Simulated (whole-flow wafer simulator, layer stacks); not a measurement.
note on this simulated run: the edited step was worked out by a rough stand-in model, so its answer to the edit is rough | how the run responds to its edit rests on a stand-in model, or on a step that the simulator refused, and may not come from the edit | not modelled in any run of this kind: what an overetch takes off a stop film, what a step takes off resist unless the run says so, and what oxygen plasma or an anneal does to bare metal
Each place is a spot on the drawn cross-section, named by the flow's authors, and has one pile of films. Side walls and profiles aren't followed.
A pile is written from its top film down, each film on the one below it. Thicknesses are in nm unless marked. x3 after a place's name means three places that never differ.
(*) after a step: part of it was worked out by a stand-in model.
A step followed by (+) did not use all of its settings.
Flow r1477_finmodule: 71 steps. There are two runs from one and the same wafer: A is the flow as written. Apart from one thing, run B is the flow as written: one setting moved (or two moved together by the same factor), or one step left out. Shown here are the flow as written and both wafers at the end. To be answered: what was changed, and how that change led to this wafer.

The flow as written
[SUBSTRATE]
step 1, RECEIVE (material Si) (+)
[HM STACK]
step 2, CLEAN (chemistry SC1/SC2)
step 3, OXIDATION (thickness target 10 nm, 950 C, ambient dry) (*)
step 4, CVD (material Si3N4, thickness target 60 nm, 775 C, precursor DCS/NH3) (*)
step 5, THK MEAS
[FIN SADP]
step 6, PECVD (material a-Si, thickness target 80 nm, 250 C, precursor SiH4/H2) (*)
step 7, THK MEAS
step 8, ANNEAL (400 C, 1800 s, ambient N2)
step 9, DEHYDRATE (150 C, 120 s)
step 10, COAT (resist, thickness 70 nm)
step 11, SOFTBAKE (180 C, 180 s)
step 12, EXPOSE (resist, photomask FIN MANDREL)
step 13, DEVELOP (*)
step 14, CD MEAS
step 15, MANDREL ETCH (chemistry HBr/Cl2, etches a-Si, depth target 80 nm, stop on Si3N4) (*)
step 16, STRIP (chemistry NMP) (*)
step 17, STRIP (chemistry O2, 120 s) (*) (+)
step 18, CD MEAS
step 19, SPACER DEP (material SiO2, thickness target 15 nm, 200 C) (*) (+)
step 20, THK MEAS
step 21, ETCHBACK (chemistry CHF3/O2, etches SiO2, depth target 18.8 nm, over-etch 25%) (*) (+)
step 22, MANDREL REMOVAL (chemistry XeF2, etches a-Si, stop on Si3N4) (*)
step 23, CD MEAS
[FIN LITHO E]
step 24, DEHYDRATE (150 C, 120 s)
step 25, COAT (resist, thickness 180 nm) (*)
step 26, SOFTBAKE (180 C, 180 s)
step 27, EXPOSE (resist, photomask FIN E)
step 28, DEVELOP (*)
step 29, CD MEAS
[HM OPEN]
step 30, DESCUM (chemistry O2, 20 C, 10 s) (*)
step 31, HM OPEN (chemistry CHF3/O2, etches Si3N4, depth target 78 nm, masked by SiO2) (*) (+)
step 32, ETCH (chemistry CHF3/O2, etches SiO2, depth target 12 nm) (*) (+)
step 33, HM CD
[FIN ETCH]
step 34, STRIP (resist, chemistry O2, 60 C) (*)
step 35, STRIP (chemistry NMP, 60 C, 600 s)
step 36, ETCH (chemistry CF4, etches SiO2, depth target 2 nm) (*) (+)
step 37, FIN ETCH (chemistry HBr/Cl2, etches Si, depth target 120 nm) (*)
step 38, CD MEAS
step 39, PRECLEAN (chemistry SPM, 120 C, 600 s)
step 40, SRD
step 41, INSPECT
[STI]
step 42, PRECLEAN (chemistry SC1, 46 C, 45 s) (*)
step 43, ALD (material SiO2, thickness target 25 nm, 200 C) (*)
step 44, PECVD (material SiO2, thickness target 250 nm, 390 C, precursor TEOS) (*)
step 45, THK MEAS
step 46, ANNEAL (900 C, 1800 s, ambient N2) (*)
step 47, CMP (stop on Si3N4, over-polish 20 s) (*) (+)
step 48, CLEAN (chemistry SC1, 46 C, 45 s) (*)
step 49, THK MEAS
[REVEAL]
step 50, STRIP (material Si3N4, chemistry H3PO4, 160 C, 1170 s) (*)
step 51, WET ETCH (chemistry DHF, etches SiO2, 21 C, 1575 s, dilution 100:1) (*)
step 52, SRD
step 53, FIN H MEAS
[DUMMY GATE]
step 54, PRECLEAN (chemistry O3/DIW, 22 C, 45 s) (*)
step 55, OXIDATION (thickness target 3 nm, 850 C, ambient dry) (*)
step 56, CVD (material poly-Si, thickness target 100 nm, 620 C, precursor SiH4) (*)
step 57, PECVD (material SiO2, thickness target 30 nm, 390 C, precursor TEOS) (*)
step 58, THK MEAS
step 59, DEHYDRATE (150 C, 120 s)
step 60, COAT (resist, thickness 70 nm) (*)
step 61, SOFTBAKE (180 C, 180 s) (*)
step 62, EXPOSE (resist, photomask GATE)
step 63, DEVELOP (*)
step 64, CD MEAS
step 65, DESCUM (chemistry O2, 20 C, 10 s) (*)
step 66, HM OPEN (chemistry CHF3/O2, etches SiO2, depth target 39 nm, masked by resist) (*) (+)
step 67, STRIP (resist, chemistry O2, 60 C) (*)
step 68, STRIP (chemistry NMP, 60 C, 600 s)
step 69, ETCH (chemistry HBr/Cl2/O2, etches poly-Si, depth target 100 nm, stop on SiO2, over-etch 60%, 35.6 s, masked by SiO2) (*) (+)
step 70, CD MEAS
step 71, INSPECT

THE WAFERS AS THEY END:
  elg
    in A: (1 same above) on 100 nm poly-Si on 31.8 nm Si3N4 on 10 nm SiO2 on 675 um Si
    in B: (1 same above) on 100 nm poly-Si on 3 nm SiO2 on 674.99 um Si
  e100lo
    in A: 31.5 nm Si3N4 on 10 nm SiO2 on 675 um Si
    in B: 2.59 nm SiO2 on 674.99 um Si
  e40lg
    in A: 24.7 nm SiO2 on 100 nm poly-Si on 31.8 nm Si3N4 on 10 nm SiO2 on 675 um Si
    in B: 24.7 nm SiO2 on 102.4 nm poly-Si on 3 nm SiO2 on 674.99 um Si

Cause: step 4, CVD: thickness target 88.5 nm was run, whereas the flow has thickness target 60 nm.

The path from the change to this, step by step:
  step 4, CVD (material Si3N4, thickness target 60 nm, 775 C, precursor DCS/NH3) (*)
      pad, padg, elg and 33 more: A +60 Si3N4 (new film) | B +88.5 Si3N4 (new film)
  step 31, HM OPEN (chemistry CHF3/O2, etches Si3N4, depth target 78 nm, masked by SiO2) (*) (+)
      pad, padg, esg and 13 more: A -56.4 Si3N4 (all of it), -10 SiO2 (all of it) | B -78 Si3N4
      s40cg, s45cg, s50cg, s40co, s45co, s50co: A -60 Si3N4 (all of it), -9 SiO2 | B -78 Si3N4
  step 32, ETCH (chemistry CHF3/O2, etches SiO2, depth target 12 nm) (*) (+)
      pad, padg, e40sg and 11 more: A -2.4 Si | B -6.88 Si3N4 (all of it), -4.78 SiO2
      esg, eso: A -1.77 Si | B -6.88 Si3N4 (all of it), -4.78 SiO2
      (as well as at 6 more places)
  step 34, STRIP (resist, chemistry O2, 60 C) (*)
      pad, padg, esg and 19 more: A +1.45 chemical SiO2 (new film), -0.64 Si | B nothing
  step 36, ETCH (chemistry CF4, etches SiO2, depth target 2 nm) (*) (+)
      pad, padg, esg and 13 more: A -1.45 chemical SiO2 (all of it), -0.46 Si | B -2 SiO2
      s40cg, s40co: A -1.45 chemical SiO2 (all of it), -0.46 Si | B -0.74 Si3N4 (all of it), -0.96 SiO2
      (as well as at 4 more places)
  step 37, FIN ETCH (chemistry HBr/Cl2, etches Si, depth target 120 nm) (*)
      pad, padg, esg and 19 more: A -120 Si | B nothing
      elg, e40lg, e100lg, e200lg, elo, e40lo, e100lo, e200lo: A -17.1 Si3N4 | B nothing
      (as well as at 6 more places)
  step 39, PRECLEAN (chemistry SPM, 120 C, 600 s)
      pad, padg, esg and 19 more: A +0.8 chemical SiO2 (new film), -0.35 Si | B nothing
  step 43, ALD (material SiO2, thickness target 25 nm, 200 C) (*)
      pad, padg, e40sg and 12 more: A +25 SiO2 (new film) | B +25 SiO2
      s40cg, s40co: A +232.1 SiO2 (new film) | B +137.9 SiO2
      (as well as at 5 more places)
  step 47, CMP (stop on Si3N4, over-polish 20 s) (*) (+)
      elg, e40lg, e100lg, e200lg, elo, e40lo, e100lo, e200lo: A -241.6 SiO2 | B -263.8 SiO2 (all of it), -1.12 Si3N4
      pad, padg, e40sg and 11 more: A -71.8 SiO2 | B -175.7 SiO2
      (as well as at 14 more places)
  step 50, STRIP (material Si3N4, chemistry H3PO4, 160 C, 1170 s) (*)
      elg, e40lg, e100lg, e200lg, elo, e40lo, e100lo, e200lo: A -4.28 SiO2 | B -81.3 Si3N4 (all of it), -0.67 SiO2
      s40sg_line, s45sg_line, s50sg_line, s40so_line, s45so_line, s50so_line: A -58.9 Si3N4 (all of it), -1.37 SiO2 | B -81.3 Si3N4 (all of it), -0.67 SiO2
  step 51, WET ETCH (chemistry DHF, etches SiO2, 21 C, 1575 s, dilution 100:1) (*)
      elg, e40lg, e100lg, e200lg, elo, e40lo, e100lo, e200lo: A -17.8 SiO2 (all of it), -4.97 Si3N4 | B -9.33 SiO2 (all of it)
      pad, padg, e40sg and 11 more: A -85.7 SiO2 | B -83.8 SiO2
      (as well as at 7 more places)
  step 54, PRECLEAN (chemistry O3/DIW, 22 C, 45 s) (*)
      elg, e40lg, e100lg, e200lg, elo, e40lo, e100lo, e200lo: A nothing | B +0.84 chemical SiO2 (new film), -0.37 Si
  step 55, OXIDATION (thickness target 3 nm, 850 C, ambient dry) (*)
      pad, padg, e40sg and 12 more: A +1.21 SiO2, -0.74 chemical SiO2 (all of it), -0.21 Si | B +2.42 SiO2, -1.07 Si
      elg, e40lg, e100lg, e200lg, elo, e40lo, e100lo, e200lo: A nothing | B +3 SiO2 (new film), -0.84 chemical SiO2 (all of it), -0.95 Si
      (as well as at 7 more places)
  step 56, CVD (material poly-Si, thickness target 100 nm, 620 C, precursor SiH4) (*)
      s40sg_line, s45sg_line, s50sg_line, s40so_line, s45so_line, s50so_line: A +100 poly-Si (new film) | B +102.6 poly-Si (new film)
      e40lg, e40lo: A +100 poly-Si (new film) | B +102.4 poly-Si (new film)
      (as well as at 7 more places)
  step 60, COAT (resist, thickness 70 nm) (*)
      e40lg, e40lo: A +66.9 resist (new film) | B +70.3 resist (new film)
      e40sg, e40so: A +129.5 resist (new film) | B +69.7 resist (new film)
      (as well as at 29 more places)
  step 63, DEVELOP (*)
      elo: A -66.9 resist (all of it) | B -70.6 resist (all of it)
      eso: A -129.5 resist (all of it) | B -69.5 resist (all of it)
      (as well as at 15 more places)
  ... and 1 more step ...
  step 69, ETCH (chemistry HBr/Cl2/O2, etches poly-Si, depth target 100 nm, stop on SiO2, over-etch 60%, 35.6 s, masked by SiO2) (*) (+)
      e40lo: A -1.46 chemical SiO2 (all of it), -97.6 poly-Si (all of it), -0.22 Si3N4 | B -1.09 chemical SiO2 (all of it), -100.1 poly-Si (all of it), -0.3 SiO2
      s40so_line, s45so_line, s50so_line: A -1.46 chemical SiO2 (all of it), -97.6 poly-Si (all of it), -0.42 SiO2 | B -1.09 chemical SiO2 (all of it), -100.3 poly-Si (all of it), -0.3 SiO2
      (as well as at 3 more places)
